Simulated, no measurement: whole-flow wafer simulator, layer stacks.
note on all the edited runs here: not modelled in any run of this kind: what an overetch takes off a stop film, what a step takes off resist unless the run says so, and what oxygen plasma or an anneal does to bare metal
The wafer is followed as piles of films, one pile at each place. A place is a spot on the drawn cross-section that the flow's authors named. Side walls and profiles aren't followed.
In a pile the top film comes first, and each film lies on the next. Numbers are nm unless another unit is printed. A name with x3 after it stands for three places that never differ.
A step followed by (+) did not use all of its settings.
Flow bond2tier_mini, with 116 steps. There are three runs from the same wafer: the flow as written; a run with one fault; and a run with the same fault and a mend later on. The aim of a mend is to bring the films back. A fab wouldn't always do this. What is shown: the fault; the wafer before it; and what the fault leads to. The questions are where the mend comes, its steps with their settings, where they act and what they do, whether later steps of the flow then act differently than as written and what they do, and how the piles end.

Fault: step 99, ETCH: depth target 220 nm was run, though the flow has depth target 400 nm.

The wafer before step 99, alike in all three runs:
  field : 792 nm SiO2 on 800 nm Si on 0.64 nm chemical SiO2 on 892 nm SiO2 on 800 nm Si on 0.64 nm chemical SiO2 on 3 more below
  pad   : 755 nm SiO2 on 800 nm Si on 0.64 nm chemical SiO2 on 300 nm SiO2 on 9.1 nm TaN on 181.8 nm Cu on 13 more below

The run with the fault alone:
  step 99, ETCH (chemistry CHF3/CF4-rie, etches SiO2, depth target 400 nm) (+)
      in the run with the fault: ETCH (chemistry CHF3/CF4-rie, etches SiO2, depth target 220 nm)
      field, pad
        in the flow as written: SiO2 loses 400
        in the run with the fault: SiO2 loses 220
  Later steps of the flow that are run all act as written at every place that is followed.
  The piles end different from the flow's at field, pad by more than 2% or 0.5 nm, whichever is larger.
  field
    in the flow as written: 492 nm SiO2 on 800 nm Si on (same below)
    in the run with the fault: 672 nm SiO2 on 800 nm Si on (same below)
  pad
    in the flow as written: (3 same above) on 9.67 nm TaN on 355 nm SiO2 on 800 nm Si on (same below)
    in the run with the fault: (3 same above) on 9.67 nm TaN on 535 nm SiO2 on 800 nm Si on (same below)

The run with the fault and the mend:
  After step 99 comes the mend.
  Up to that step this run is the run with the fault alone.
  step 99a, ETCH (chemistry CHF3/CF4-rie, etches SiO2, depth target 180 nm) (+) (the flow's step 99, run once more with other settings)
      field, pad
        SiO2 loses 180
  Later steps of the flow that are run all act as written at every place that is followed.
  By the end, the piles equal the flow's at every place that both follow.
